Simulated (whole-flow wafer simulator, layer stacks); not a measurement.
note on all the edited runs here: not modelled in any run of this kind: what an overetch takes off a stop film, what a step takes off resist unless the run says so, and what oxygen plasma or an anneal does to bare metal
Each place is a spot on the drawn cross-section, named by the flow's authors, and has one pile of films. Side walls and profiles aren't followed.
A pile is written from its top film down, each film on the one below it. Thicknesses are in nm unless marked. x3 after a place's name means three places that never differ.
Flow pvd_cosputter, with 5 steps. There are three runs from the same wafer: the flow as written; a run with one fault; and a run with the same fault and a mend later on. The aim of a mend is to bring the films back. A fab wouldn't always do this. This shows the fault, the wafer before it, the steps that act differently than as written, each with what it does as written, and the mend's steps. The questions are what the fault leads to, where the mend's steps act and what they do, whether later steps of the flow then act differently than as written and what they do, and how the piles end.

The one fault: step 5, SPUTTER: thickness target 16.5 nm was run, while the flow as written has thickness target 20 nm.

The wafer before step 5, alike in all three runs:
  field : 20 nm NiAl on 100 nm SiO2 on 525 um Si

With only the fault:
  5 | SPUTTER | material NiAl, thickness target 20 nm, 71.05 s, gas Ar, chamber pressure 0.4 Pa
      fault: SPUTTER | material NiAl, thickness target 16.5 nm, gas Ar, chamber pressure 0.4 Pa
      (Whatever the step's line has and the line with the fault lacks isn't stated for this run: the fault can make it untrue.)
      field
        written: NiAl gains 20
        fault: NiAl gains 16.5
  Every later step of the flow that is run acts as written at every place that is followed.
  By the end, the piles at field depart from the flow's by more than 2% or 0.5 nm, whichever is larger.
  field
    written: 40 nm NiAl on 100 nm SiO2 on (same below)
    fault: 36.5 nm NiAl on 100 nm SiO2 on (same below)

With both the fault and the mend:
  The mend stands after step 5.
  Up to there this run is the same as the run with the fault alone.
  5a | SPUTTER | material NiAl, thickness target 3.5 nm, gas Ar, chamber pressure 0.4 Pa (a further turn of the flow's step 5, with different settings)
      field
        NiAl gains 3.5
  Every later step of the flow that is run acts as written at every place that is followed.
  At every place that both follow, the piles at the end match the flow's.
